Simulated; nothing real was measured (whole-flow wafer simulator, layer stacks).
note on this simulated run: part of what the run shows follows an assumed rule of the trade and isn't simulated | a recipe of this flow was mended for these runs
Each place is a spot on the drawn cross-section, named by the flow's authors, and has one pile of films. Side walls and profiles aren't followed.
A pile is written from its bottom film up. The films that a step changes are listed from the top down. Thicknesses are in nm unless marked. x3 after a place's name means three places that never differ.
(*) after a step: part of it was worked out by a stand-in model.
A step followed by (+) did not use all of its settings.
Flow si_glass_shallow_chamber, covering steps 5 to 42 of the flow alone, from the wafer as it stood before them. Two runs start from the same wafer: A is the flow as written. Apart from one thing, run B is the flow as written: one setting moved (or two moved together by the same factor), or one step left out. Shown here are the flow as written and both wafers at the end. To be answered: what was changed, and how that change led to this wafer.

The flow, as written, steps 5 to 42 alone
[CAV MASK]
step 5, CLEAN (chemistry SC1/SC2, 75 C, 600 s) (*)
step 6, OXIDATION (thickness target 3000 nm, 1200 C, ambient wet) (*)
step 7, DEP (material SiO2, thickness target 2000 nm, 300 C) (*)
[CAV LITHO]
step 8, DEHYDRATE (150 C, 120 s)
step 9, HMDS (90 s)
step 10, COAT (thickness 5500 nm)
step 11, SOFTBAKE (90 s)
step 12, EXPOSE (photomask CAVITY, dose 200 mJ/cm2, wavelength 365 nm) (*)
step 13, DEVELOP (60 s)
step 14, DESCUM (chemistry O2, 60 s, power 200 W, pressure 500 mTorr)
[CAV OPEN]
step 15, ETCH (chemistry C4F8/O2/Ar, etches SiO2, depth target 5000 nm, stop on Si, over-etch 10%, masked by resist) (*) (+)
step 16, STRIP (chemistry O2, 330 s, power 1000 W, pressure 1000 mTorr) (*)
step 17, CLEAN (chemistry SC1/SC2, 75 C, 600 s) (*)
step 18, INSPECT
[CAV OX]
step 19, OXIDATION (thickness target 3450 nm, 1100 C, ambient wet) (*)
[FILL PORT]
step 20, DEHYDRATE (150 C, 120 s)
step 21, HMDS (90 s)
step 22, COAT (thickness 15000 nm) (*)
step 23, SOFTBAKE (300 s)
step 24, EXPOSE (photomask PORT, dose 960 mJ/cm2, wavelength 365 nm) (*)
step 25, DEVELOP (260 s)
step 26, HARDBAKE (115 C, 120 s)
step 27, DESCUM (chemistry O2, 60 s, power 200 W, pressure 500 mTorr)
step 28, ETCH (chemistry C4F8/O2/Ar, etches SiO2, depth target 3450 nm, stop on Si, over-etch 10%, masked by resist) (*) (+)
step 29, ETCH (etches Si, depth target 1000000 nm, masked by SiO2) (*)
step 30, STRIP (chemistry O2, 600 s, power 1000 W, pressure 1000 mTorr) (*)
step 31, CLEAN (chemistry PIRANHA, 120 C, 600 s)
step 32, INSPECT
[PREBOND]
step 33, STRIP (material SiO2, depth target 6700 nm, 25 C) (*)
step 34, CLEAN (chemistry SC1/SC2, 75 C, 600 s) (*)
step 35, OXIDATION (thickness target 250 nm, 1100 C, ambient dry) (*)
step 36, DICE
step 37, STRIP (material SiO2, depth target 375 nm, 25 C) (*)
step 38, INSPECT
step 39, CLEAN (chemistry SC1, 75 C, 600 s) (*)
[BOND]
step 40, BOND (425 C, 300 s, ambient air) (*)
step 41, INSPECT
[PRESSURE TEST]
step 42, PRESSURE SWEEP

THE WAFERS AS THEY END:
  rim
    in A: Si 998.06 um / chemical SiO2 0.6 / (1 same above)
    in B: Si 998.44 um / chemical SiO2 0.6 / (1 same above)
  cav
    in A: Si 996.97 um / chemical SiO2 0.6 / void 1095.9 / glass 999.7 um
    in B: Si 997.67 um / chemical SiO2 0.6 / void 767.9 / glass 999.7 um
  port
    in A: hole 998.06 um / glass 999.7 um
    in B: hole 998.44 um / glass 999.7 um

What caused this: step 6, OXIDATION: thickness target 1920 nm was run, though the flow has thickness target 3000 nm; step 15, ETCH: depth target 3200 nm was run, where the flow has depth target 5000 nm.

The path from the change to this, step by step:
  step 6, OXIDATION (thickness target 3000 nm, 1200 C, ambient wet) (*)
      rim, ramp, cav, port, septum, ring: A +3000 SiO2 (new film), -0.6 chemical SiO2 (all of it), -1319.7 Si | B +1920 SiO2 (new film), -0.6 chemical SiO2 (all of it), -844.5 Si
  step 15, ETCH (chemistry C4F8/O2/Ar, etches SiO2, depth target 5000 nm, stop on Si, over-etch 10%, masked by resist) (*) (+)
      cav, port: A -5000 SiO2 (all of it), -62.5 Si | B -3520 SiO2
      rim, ramp, septum, ring: A -1100 thick-i-line-resist | B -704 thick-i-line-resist
  step 16, STRIP (chemistry O2, 330 s, power 1000 W, pressure 1000 mTorr) (*)
      cav, port: A +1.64 chemical SiO2 (new film), -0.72 Si | B nothing
      rim, ramp, septum, ring: A -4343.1 thick-i-line-resist (all of it) | B -4739.1 thick-i-line-resist (all of it)
  step 17, CLEAN (chemistry SC1/SC2, 75 C, 600 s) (*)
      cav, port: A -1.04 chemical SiO2, -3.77 Si | B -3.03 SiO2
  step 19, OXIDATION (thickness target 3450 nm, 1100 C, ambient wet) (*)
      cav, port: A +3450 SiO2 (new film), -0.6 chemical SiO2 (all of it), -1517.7 Si | B +3085.4 SiO2, -1357.6 Si
      rim, ramp, septum, ring: A +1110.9 SiO2, -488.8 Si | B +1340.2 SiO2, -589.7 Si
  step 22, COAT (thickness 15000 nm) (*)
      rim: A +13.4 um thick-i-line-resist (new film) | B +13.9 um thick-i-line-resist (new film)
      ramp: A +12.89 um thick-i-line-resist (new film) | B +13.56 um thick-i-line-resist (new film)
      (also at 4 further places)
  step 23, SOFTBAKE (300 s)
      rim: A -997 thick-i-line-resist | B -661.1 thick-i-line-resist
      ramp: A -487.1 thick-i-line-resist | B -314.3 thick-i-line-resist
      (also at 4 further places)
  step 25, DEVELOP (260 s)
      port: A -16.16 um thick-i-line-resist (all of it) | B -15.78 um thick-i-line-resist (all of it)
  step 26, HARDBAKE (115 C, 120 s)
      rim, ramp: A -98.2 thick-i-line-resist | B -108.5 thick-i-line-resist
      cav: A -147.1 thick-i-line-resist | B -141.9 thick-i-line-resist
  step 28, ETCH (chemistry C4F8/O2/Ar, etches SiO2, depth target 3450 nm, stop on Si, over-etch 10%, masked by resist) (*) (+)
      port: A -3450 SiO2 (all of it), -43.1 Si | B -3482.3 SiO2 (all of it), -39.1 Si
  step 29, ETCH (etches Si, depth target 1000000 nm, masked by SiO2) (*)
      rim, ramp: A -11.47 um thick-i-line-resist (all of it), -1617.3 SiO2 | B -12.3 um thick-i-line-resist (all of it), -1175.8 SiO2
      port: A +997.05 um hole (new film), -997.05 um Si (all of it) | B +997.75 um hole (new film), -997.75 um Si (all of it)
      (also at 2 further places)
  step 30, STRIP (chemistry O2, 600 s, power 1000 W, pressure 1000 mTorr) (*)
      cav: A -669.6 thick-i-line-resist (all of it) | B -301.6 thick-i-line-resist (all of it)
  step 33, STRIP (material SiO2, depth target 6700 nm, 25 C) (*)
      rim: A -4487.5 SiO2 (all of it) | B -4078.4 SiO2 (all of it)
      ramp: A -4487.5 SiO2 (all of it) | B -4078.3 SiO2 (all of it)
      (also at 2 further places)
  step 40, BOND (425 C, 300 s, ambient air) (*)
      cav: A +999.7 um glass (new film), +1095.9 void (new film) | B +999.7 um glass (new film), +767.9 void (new film)
      port: A +999.7 um glass (new film), +1017.3 hole | B +999.7 um glass (new film), +685.1 hole
